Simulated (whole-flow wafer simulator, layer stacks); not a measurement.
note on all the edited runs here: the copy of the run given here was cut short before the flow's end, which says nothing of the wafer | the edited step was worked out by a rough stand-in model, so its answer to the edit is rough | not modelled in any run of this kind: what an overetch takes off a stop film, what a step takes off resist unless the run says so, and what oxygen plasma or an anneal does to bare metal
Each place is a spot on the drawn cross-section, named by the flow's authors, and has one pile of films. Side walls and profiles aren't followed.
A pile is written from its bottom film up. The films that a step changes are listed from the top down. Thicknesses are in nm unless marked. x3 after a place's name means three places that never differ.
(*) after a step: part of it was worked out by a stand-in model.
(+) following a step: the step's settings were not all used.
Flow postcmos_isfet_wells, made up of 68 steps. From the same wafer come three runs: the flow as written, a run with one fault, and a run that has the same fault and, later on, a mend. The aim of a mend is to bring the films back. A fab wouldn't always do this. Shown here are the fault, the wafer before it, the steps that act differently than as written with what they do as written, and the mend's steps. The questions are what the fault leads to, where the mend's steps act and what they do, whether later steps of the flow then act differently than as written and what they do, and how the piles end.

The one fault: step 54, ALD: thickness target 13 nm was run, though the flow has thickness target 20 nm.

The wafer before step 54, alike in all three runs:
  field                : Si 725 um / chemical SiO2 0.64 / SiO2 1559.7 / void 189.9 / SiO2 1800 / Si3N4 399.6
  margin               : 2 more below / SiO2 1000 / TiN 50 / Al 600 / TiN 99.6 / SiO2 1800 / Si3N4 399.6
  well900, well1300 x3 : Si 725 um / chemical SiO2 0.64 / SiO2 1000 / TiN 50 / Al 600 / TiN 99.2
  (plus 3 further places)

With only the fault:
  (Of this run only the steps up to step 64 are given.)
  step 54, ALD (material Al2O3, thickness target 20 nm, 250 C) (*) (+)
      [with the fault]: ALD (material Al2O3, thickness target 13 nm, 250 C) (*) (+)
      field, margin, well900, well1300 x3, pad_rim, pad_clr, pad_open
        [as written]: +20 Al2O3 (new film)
        [with the fault]: +13 Al2O3 (new film)
  Every later step of the flow up to step 64 that is run acts as written, at every place that is followed, to within 2% or 0.5 nm, whichever is larger.
  Once step 64 is done, the piles at field, margin, pad_rim, pad_clr, pad_open depart from the flow's by more than 2% or 0.5 nm, whichever is larger.
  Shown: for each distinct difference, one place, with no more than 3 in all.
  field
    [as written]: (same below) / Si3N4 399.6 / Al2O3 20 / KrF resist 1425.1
    [with the fault]: (same below) / Si3N4 399.6 / Al2O3 13 / KrF resist 1407.8
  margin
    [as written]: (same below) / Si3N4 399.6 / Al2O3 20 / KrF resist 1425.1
    [with the fault]: (same below) / Si3N4 399.6 / Al2O3 13 / KrF resist 1407.7
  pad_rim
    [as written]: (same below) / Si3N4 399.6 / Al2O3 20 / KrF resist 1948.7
    [with the fault]: (same below) / Si3N4 399.6 / Al2O3 13 / KrF resist 1947.9

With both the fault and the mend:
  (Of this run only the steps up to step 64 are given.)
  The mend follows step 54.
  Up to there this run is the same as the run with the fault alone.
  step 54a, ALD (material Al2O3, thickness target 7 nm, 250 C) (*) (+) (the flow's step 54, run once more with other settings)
      field, margin, well900, well1300 x3, pad_rim, pad_clr, pad_open
        +7 Al2O3
  Every later step of the flow up to step 64 that is run acts as written at every place that is followed.
  The piles after step 64 are the same as the flow's at every place that both follow.
